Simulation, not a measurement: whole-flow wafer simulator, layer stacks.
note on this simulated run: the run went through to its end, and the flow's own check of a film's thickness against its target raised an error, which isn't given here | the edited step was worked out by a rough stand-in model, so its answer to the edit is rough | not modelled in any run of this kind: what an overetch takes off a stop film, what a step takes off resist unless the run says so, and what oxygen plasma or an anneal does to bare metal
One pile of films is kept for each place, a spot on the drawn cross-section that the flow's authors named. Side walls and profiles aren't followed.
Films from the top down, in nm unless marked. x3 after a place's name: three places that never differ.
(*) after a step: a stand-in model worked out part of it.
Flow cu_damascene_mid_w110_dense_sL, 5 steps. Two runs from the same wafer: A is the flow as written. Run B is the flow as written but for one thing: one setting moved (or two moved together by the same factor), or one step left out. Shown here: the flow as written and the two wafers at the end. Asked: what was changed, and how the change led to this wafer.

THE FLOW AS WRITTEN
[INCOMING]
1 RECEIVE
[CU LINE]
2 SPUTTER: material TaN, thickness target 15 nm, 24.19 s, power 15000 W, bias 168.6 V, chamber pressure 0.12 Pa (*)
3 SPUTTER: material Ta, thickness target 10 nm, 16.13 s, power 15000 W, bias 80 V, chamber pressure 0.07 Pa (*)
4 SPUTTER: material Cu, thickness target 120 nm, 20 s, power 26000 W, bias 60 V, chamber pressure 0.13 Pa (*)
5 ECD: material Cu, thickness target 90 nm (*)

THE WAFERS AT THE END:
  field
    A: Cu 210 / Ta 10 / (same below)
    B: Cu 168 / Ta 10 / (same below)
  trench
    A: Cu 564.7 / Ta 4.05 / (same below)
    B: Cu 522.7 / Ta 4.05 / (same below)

The cause: step 4, SPUTTER: thickness target 78 nm was run, where the flow has thickness target 120 nm; step 4, SPUTTER: 13 s was run, where the flow has 20 s.

How the change led to this, step by step:
  4 SPUTTER: material Cu, thickness target 120 nm, 20 s, power 26000 W, bias 60 V, chamber pressure 0.13 Pa (*)
      field: A Cu +120 (new film) | B Cu +78 (new film)
      trench: A Cu +49.9 (new film) | B Cu +32.5 (new film)
  5 ECD: material Cu, thickness target 90 nm (*)
      trench: A Cu +514.8 | B Cu +490.3
